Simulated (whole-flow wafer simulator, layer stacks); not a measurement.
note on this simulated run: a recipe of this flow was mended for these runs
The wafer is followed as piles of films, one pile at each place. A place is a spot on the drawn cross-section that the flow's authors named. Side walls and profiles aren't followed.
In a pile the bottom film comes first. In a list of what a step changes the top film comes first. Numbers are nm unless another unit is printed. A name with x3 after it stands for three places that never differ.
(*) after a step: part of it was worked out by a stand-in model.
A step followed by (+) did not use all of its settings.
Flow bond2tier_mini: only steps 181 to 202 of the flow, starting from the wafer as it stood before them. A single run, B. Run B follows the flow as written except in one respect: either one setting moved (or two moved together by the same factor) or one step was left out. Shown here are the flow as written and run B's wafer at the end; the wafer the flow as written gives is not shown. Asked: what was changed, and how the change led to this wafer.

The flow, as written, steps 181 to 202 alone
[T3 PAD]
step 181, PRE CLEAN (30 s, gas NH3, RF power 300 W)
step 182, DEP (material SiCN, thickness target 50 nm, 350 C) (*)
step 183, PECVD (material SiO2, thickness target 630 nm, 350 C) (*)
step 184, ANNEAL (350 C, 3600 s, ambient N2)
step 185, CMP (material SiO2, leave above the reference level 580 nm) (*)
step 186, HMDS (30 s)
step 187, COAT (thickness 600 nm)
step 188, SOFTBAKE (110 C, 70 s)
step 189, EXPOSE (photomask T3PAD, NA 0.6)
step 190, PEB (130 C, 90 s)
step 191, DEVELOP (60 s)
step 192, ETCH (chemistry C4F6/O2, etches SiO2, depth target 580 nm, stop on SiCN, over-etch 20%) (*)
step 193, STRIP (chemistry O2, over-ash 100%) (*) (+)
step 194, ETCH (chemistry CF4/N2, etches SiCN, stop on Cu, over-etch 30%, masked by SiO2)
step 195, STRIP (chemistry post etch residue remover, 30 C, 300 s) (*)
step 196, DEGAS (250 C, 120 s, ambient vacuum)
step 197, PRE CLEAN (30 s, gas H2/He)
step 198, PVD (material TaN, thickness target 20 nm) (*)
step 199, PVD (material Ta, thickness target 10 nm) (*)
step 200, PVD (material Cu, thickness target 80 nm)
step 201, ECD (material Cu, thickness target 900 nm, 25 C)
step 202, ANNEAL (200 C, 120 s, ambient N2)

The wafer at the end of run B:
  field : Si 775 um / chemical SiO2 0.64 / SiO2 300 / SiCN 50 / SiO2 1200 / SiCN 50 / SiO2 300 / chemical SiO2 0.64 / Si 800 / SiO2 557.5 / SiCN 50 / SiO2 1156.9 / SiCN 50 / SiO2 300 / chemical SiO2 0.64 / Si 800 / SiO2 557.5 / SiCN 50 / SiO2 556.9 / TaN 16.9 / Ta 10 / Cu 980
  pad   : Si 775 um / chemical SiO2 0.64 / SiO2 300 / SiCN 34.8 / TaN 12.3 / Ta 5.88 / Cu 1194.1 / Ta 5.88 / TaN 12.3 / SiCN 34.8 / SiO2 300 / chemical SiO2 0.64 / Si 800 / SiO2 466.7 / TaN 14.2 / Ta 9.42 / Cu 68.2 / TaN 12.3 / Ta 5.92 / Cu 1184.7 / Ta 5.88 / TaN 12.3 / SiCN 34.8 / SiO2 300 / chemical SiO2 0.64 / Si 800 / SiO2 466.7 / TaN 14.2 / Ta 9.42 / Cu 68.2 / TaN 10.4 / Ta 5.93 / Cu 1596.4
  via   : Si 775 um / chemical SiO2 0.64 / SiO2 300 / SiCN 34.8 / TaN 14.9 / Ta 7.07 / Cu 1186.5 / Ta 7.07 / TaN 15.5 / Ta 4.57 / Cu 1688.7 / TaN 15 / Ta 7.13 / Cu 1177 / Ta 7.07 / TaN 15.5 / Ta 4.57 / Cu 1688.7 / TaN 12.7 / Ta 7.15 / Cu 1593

Cause: step 198, PVD: thickness target 16.9 nm was run, whereas the flow has thickness target 20 nm.
The wafer lets one read it off: field has TaN 16.9, and step 198 as written asks for 20 nm.

Step by step, how the change led to this:
  step 198, PVD (material TaN, thickness target 20 nm) (*)
      field: +16.9 TaN (new film) (as written it would have been: +20 TaN (new film))
      pad: +10.4 TaN (new film) (as written it would have been: +12.3 TaN (new film))
      (also at 1 further place)
